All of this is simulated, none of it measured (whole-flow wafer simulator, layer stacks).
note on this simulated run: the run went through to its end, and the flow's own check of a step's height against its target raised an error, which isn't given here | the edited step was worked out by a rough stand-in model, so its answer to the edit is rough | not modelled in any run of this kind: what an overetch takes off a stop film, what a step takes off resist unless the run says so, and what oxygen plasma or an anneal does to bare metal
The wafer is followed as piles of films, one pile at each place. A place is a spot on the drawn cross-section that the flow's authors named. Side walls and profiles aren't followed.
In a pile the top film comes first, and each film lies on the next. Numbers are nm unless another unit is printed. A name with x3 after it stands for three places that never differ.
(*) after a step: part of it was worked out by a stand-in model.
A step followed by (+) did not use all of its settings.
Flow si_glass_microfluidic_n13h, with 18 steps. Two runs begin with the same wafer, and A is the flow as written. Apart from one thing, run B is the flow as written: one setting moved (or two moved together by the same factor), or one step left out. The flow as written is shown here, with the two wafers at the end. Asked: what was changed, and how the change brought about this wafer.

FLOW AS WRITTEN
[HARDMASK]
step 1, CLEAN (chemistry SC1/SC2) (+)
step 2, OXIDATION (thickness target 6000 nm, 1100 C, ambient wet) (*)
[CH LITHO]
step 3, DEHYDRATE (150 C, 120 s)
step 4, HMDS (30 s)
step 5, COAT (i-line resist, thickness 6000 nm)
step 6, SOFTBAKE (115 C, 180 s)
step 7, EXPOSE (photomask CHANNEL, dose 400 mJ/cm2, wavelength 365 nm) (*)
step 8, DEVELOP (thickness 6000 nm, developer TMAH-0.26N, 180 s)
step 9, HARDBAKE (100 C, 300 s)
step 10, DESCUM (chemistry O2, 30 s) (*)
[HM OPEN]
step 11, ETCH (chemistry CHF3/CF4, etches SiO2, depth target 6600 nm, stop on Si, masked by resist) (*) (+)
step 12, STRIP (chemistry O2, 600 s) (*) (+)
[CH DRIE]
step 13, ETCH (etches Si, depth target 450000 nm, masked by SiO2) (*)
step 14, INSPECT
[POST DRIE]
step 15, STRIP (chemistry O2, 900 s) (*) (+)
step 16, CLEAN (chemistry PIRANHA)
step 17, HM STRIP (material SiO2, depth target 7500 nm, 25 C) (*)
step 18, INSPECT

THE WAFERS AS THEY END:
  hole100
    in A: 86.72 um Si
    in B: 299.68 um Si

What caused this: step 13, ETCH: depth target 236200 nm was run, whereas the flow has depth target 450000 nm.

Step by step, how the change led to this:
  step 13, ETCH (etches Si, depth target 450000 nm, masked by SiO2) (*)
      land: A SiO2 loses 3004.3 | B SiO2 loses 1584.5
      hole100: A chemical SiO2 loses 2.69 (all of it), Si loses 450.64 um | B chemical SiO2 loses 2.69 (all of it), Si loses 237.68 um
  step 17, HM STRIP (material SiO2, depth target 7500 nm, 25 C) (*)
      land: A SiO2 loses 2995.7 (all of it) | B SiO2 loses 4415.5 (all of it)
